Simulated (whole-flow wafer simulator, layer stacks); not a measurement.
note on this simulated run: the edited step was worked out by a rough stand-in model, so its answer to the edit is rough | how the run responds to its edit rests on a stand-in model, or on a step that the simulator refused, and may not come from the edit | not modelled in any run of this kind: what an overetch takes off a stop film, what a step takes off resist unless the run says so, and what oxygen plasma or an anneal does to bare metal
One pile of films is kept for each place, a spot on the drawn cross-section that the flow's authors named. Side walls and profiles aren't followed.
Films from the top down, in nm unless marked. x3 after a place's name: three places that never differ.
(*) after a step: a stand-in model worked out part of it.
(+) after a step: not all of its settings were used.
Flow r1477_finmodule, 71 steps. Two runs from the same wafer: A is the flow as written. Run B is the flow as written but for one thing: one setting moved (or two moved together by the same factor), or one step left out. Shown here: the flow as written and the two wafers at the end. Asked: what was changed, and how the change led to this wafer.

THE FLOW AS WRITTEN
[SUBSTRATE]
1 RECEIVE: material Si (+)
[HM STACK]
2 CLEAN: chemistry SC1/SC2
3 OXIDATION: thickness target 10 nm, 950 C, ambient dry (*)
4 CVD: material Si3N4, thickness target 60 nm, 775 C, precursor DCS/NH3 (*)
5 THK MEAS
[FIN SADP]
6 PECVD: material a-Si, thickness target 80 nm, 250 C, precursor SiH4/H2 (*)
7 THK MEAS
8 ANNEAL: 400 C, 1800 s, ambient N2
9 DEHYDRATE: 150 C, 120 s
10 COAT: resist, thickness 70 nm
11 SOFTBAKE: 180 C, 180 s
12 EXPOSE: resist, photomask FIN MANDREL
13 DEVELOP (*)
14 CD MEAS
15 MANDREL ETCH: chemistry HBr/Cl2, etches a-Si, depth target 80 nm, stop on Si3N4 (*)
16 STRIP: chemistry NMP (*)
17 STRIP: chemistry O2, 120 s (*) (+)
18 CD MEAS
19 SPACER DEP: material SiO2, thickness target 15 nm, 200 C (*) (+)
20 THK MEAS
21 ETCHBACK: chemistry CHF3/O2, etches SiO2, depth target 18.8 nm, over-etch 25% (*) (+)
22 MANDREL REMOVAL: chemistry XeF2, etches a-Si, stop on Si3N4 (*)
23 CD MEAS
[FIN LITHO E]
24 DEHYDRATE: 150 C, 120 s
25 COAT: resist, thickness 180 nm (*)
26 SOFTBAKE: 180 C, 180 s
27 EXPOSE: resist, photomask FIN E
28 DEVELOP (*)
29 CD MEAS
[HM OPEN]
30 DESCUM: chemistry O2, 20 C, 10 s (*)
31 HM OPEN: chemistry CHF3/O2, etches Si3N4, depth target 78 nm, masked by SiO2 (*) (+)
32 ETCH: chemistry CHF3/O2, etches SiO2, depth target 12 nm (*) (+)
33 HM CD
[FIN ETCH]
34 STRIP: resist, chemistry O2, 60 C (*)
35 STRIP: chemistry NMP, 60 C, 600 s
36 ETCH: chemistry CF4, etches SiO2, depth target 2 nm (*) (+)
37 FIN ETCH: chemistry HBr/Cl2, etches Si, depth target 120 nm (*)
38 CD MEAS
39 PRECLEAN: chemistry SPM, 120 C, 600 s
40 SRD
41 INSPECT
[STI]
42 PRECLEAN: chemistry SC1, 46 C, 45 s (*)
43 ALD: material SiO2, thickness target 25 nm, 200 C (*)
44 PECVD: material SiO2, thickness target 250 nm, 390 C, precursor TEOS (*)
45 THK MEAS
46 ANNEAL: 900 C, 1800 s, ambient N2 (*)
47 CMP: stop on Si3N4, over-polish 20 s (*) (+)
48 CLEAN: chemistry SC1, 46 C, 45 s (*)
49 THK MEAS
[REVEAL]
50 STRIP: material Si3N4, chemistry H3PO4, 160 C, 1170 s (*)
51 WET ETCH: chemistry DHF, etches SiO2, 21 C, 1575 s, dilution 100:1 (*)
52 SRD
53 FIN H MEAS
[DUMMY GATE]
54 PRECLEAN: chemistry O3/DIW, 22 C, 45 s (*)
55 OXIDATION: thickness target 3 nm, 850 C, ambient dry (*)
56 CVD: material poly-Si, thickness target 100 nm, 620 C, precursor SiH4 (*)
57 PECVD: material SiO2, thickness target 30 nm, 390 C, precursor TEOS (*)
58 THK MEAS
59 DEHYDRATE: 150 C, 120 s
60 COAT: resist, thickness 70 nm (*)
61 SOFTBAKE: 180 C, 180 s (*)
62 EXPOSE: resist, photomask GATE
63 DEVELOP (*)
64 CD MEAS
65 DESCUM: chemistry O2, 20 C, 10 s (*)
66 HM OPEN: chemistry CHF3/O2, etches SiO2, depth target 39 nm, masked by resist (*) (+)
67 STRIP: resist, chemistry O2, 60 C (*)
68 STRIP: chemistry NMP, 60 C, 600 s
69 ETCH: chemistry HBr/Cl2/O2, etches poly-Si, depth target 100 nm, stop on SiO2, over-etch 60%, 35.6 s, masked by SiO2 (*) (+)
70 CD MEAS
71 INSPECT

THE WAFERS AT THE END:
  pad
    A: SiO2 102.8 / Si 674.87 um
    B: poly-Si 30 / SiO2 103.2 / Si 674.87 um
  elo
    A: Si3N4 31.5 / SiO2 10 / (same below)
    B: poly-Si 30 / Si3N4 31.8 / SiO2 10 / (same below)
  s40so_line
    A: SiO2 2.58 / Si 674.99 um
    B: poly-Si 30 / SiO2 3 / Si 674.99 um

The cause: step 57, PECVD: thickness target 43.5 nm was run, where the flow has thickness target 30 nm.

How the change led to this, step by step:
  57 PECVD: material SiO2, thickness target 30 nm, 390 C, precursor TEOS (*)
      pad, padg, elg and 33 more: A SiO2 +30 (new film) | B SiO2 +43.5 (new film)
  66 HM OPEN: chemistry CHF3/O2, etches SiO2, depth target 39 nm, masked by resist (*) (+)
      pad, elo, eso and 15 more: A SiO2 -30 (all of it), poly-Si -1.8 | B SiO2 -39
  67 STRIP: resist, chemistry O2, 60 C (*)
      pad, elo, eso and 15 more: A chemical SiO2 +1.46 (new film), poly-Si -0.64 | B nothing
  69 ETCH: chemistry HBr/Cl2/O2, etches poly-Si, depth target 100 nm, stop on SiO2, over-etch 60%, 35.6 s, masked by SiO2 (*) (+)
      pad, eso, e40so and 8 more: A chemical SiO2 -1.46 (all of it), poly-Si -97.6 (all of it), SiO2 -0.42 | B SiO2 -4.5 (all of it), poly-Si -70
      elo, e40lo, e100lo, e200lo: A chemical SiO2 -1.46 (all of it), poly-Si -97.6 (all of it), Si3N4 -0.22 | B SiO2 -4.5 (all of it), poly-Si -70
      (and at 3 more places)
